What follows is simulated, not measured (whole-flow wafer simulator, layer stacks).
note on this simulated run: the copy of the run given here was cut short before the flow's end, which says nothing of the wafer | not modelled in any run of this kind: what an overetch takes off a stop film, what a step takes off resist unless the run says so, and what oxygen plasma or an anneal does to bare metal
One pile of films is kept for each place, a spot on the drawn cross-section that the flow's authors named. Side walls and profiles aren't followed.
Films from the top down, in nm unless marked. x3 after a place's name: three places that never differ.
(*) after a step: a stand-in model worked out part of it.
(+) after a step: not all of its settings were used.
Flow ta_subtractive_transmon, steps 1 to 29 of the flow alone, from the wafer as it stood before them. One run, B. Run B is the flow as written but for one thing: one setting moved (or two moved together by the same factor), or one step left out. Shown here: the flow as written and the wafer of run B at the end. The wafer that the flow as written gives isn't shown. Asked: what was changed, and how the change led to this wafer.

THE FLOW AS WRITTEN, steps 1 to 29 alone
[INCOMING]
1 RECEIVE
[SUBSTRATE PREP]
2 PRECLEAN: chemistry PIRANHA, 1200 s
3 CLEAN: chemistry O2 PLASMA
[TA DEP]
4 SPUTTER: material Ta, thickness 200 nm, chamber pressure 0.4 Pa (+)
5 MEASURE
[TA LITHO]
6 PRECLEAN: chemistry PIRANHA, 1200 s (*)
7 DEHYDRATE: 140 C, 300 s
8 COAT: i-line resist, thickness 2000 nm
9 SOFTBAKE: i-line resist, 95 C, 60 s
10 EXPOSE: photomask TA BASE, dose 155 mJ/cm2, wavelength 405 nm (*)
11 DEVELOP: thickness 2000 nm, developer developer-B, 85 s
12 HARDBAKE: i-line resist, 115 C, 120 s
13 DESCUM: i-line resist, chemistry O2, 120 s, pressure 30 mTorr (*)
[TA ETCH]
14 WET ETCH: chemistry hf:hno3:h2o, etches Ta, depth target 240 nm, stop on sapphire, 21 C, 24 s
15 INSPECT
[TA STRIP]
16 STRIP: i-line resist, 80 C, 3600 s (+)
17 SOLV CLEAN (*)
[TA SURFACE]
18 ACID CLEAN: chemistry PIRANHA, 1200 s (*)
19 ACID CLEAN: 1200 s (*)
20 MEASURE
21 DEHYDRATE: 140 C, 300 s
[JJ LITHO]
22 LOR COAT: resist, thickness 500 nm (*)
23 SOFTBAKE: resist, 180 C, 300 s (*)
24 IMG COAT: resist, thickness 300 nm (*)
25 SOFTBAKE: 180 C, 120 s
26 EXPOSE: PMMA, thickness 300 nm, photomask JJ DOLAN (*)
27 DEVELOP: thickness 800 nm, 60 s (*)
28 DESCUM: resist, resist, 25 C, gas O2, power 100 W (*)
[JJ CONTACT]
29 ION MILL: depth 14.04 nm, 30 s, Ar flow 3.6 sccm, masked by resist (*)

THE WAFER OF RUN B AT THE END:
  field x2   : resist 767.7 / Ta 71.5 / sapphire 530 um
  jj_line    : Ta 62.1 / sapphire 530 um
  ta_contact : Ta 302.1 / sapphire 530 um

The cause: step 4, SPUTTER: thickness 311.8 nm was run, where the flow has thickness 200 nm.

How the change led to this, step by step:
  4 SPUTTER: material Ta, thickness 200 nm, chamber pressure 0.4 Pa (+)
      field x2, jj_line, lead, ta_contact, ta_pad: Ta +311.8 (new film) (as written it would be: Ta +200 (new film))
  14 WET ETCH: chemistry hf:hno3:h2o, etches Ta, depth target 240 nm, stop on sapphire, 21 C, 24 s
      field x2, jj_line, lead: Ta -240 (as written it would be: Ta -200 (all of it))
  22 LOR COAT: resist, thickness 500 nm (*)
      ta_contact: resist +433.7 (new film) (as written it would be: resist +443.8 (new film))
  29 ION MILL: depth 14.04 nm, 30 s, Ar flow 3.6 sccm, masked by resist (*)
      jj_line, lead: Ta -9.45 (as written it would be: sapphire -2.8)
Counting metal films that touch as one body, field x2 has 1 body; the flow as written gives 0 bodies.
Counting metal films that touch as one body, jj_line has 1 body; the flow as written gives 0 bodies.
